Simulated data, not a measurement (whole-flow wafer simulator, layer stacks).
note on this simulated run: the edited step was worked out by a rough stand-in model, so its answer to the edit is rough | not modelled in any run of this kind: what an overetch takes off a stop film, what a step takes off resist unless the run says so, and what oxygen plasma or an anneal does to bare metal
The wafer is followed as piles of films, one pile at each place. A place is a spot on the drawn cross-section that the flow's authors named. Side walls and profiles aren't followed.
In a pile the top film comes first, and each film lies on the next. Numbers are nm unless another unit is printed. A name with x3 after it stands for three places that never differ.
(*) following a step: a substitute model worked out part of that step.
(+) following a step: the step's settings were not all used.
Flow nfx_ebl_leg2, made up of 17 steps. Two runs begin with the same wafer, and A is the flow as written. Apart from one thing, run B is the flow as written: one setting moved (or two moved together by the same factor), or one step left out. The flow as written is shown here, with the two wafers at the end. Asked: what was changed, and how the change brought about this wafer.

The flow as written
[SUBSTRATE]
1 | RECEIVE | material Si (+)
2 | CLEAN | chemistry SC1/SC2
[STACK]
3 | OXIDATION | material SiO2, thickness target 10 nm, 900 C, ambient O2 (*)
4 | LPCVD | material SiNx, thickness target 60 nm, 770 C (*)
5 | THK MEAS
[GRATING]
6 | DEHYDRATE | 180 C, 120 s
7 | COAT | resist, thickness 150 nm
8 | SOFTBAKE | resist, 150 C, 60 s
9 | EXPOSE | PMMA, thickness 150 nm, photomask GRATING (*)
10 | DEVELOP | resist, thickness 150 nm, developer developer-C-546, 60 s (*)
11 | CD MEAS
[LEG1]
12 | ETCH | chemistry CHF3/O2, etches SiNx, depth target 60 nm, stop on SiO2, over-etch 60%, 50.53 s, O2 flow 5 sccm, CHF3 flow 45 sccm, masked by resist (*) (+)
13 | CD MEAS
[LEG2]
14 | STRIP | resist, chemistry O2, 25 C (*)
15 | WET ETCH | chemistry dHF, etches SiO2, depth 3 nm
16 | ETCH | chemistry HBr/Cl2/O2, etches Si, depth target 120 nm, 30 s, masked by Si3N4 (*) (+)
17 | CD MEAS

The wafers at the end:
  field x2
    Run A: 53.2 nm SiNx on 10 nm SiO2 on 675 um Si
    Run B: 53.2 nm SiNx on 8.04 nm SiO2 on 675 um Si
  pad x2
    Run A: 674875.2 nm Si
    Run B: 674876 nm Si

What caused this: step 3, OXIDATION: 877 C was run, whereas the flow has 900 C.

The path from the change to this, step by step:
  3 | OXIDATION | material SiO2, thickness target 10 nm, 900 C, ambient O2 (*)
      field x2, pad x2: A SiO2 gains 10 (new film), chemical SiO2 loses 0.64 (all of it), Si loses 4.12 | B SiO2 gains 8.04 (new film), chemical SiO2 loses 0.64 (all of it), Si loses 3.26
  12 | ETCH | chemistry CHF3/O2, etches SiNx, depth target 60 nm, stop on SiO2, over-etch 60%, 50.53 s, O2 flow 5 sccm, CHF3 flow 45 sccm, masked by resist (*) (+)
      pad x2: A SiNx loses 60 (all of it), SiO2 loses 10 (all of it) | B SiNx loses 60 (all of it), SiO2 loses 8.04 (all of it)
